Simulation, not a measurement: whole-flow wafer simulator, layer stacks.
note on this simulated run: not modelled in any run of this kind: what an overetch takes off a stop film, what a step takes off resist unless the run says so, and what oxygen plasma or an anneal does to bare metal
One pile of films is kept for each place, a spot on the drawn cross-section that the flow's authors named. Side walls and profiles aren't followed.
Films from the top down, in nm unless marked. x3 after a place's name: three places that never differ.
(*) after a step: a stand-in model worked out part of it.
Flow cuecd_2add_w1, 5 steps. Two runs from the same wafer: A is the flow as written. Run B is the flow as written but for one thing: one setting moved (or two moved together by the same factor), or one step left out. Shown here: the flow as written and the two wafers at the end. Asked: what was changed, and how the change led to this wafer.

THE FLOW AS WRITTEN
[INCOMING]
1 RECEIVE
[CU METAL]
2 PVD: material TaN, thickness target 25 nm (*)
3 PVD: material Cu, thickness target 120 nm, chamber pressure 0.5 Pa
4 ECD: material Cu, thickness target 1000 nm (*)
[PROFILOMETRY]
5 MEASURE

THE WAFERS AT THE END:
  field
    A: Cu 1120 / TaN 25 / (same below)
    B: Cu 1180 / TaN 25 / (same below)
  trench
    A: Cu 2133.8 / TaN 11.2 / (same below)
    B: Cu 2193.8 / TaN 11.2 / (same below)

The cause: step 3, PVD: thickness target 180 nm was run, where the flow has thickness target 120 nm.

How the change led to this, step by step:
  3 PVD: material Cu, thickness target 120 nm, chamber pressure 0.5 Pa
      field: A Cu +120 (new film) | B Cu +180 (new film)
      trench: A Cu +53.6 (new film) | B Cu +78.9 (new film)
